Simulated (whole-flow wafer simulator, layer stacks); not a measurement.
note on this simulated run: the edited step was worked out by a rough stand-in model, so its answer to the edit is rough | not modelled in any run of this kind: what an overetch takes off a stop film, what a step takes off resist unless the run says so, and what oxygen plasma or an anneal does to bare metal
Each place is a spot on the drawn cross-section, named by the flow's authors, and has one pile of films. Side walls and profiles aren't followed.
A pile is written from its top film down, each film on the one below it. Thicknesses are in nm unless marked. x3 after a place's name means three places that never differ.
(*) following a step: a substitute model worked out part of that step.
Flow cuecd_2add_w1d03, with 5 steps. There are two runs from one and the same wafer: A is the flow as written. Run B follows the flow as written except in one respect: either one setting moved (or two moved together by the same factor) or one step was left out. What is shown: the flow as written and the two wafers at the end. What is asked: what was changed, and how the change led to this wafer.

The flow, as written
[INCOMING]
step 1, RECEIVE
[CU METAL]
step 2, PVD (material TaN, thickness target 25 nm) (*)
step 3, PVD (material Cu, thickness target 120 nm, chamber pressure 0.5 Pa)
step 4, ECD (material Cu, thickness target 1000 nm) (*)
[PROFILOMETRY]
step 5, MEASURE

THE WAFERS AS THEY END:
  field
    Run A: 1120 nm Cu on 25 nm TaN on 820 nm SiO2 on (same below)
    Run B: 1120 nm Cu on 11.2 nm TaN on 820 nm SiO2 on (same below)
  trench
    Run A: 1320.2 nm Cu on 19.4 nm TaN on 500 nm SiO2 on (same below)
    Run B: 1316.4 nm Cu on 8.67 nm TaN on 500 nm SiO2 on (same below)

The reason: step 2, PVD: thickness target 11.2 nm was run, though the flow has thickness target 25 nm.
The wafer itself shows it: field has TaN 11.2, and step 2 as written asks for 25 nm.

Step by step, how the change led to this:
  step 2, PVD (material TaN, thickness target 25 nm) (*)
      field: A TaN gains 25 (new film) | B TaN gains 11.2 (new film)
      trench: A TaN gains 19.4 (new film) | B TaN gains 8.67 (new film)
